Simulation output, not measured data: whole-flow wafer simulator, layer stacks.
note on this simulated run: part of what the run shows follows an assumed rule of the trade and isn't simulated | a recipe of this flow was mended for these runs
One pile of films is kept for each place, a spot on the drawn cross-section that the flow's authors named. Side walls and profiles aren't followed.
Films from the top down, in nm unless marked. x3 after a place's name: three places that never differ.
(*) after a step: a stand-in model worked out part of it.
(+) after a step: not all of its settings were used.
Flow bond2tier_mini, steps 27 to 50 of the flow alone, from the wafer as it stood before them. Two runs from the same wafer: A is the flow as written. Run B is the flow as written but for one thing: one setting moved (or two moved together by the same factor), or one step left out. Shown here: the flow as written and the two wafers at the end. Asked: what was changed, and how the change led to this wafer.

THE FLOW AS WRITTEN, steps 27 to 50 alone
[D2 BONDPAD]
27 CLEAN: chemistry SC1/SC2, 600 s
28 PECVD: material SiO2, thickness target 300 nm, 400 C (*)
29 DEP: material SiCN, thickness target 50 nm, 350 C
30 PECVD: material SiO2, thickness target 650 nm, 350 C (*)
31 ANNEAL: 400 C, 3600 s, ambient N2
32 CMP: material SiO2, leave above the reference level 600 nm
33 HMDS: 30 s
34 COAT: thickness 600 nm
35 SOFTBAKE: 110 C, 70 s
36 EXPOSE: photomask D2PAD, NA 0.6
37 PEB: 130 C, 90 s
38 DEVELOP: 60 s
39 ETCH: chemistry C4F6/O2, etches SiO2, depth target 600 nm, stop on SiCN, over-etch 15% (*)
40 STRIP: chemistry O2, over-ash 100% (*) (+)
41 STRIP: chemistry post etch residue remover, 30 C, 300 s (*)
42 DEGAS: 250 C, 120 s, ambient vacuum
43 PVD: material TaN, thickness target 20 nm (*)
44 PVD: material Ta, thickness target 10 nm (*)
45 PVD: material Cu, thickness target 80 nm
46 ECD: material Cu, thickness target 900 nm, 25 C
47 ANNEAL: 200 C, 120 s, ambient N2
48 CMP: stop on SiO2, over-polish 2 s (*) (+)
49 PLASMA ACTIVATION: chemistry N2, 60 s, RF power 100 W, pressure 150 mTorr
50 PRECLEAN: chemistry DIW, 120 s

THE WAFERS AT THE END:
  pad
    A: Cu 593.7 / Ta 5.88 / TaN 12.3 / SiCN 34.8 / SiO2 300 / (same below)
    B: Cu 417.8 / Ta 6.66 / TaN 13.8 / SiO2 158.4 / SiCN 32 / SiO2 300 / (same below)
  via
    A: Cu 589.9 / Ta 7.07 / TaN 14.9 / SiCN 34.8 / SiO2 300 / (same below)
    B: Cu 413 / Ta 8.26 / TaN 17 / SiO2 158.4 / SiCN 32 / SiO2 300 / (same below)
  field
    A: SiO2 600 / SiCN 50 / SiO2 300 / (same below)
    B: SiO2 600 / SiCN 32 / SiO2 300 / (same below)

The cause: step 29, DEP: thickness target 32 nm was run, where the flow has thickness target 50 nm; step 39, ETCH: depth target 384 nm was run, where the flow has depth target 600 nm.
It can be read off the wafer: field has SiCN 32, and step 29 as written asks for 50 nm.

How the change led to this, step by step:
  29 DEP: material SiCN, thickness target 50 nm, 350 C
      field, pad, via: A SiCN +50 (new film) | B SiCN +32 (new film)
  39 ETCH: chemistry C4F6/O2, etches SiO2, depth target 600 nm, stop on SiCN, over-etch 15% (*)
      pad, via: A SiO2 -600 (all of it), SiCN -15.2 | B SiO2 -441.6
      field: A thick-KrF-resist -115 | B thick-KrF-resist -73.6
  40 STRIP: chemistry O2, over-ash 100% (*) (+)
      field: A thick-KrF-resist -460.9 (all of it) | B thick-KrF-resist -502.3 (all of it)
  43 PVD: material TaN, thickness target 20 nm (*)
      pad: A TaN +12.3 (new film) | B TaN +13.8 (new film)
      via: A TaN +14.9 (new film) | B TaN +17 (new film)
  44 PVD: material Ta, thickness target 10 nm (*)
      pad: A Ta +5.88 (new film) | B Ta +6.66 (new film)
      via: A Ta +7.07 (new film) | B Ta +8.26 (new film)
  45 PVD: material Cu, thickness target 80 nm
      pad: A Cu +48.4 (new film) | B Cu +54.5 (new film)
      via: A Cu +59 (new film) | B Cu +67.8 (new film)
  46 ECD: material Cu, thickness target 900 nm, 25 C
      pad: A Cu +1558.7 | B Cu +1376.7
      via: A Cu +1544.3 | B Cu +1358.5
